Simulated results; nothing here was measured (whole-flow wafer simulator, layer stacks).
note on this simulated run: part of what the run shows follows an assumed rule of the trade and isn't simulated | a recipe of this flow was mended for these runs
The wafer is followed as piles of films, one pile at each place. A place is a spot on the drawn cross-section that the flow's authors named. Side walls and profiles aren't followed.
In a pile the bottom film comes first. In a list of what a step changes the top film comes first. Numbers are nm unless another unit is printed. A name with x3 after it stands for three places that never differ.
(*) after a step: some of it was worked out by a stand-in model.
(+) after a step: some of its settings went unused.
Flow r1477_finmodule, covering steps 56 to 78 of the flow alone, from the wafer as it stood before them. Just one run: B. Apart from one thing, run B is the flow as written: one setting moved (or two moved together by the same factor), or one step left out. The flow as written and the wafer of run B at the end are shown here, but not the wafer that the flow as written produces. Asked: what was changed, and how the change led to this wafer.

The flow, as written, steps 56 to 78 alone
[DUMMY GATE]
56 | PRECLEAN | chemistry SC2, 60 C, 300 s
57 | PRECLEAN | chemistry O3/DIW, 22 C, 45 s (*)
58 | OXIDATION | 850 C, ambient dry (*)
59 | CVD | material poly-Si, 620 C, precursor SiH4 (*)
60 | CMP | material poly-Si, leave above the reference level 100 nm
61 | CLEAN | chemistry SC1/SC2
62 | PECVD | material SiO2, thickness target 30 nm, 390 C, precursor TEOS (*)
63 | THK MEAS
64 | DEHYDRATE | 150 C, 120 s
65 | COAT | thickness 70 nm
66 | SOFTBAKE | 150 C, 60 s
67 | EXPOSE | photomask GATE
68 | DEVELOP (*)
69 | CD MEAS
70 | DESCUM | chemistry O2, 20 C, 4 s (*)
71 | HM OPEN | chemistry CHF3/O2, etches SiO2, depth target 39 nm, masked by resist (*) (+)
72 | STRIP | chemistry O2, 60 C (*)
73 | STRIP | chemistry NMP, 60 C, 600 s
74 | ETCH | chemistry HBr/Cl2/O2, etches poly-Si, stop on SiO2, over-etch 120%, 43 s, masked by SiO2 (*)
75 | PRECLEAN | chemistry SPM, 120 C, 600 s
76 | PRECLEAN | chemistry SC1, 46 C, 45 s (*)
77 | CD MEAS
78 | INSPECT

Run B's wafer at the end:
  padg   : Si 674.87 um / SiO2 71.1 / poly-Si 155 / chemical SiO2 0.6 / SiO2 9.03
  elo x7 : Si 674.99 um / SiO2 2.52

Cause: step 62, PECVD: thickness target 16.5 nm was run, while the flow as written has thickness target 30 nm.

How this came from the change, step by step:
  62 | PECVD | material SiO2, thickness target 30 nm, 390 C, precursor TEOS (*)
      pad, padg, elg x7 and 27 more: SiO2 gains 16.5 (new film) (it would be, as written: SiO2 gains 30 (new film))
  71 | HM OPEN | chemistry CHF3/O2, etches SiO2, depth target 39 nm, masked by resist (*) (+)
      pad, elo x7, eso x6, e200so, s40co x3: SiO2 loses 16.5 (all of it), chemical SiO2 loses 0.6 (all of it), poly-Si loses 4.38 (it would be, as written: SiO2 loses 30 (all of it), chemical SiO2 loses 0.6 (all of it), poly-Si loses 1.68)
  74 | ETCH | chemistry HBr/Cl2/O2, etches poly-Si, stop on SiO2, over-etch 120%, 43 s, masked by SiO2 (*)
      elo x7: chemical SiO2 loses 1.12 (all of it), poly-Si loses 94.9 (all of it), SiO2 loses 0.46 (it would be, as written: chemical SiO2 loses 1.12 (all of it), poly-Si loses 97.6 (all of it), SiO2 loses 0.45)
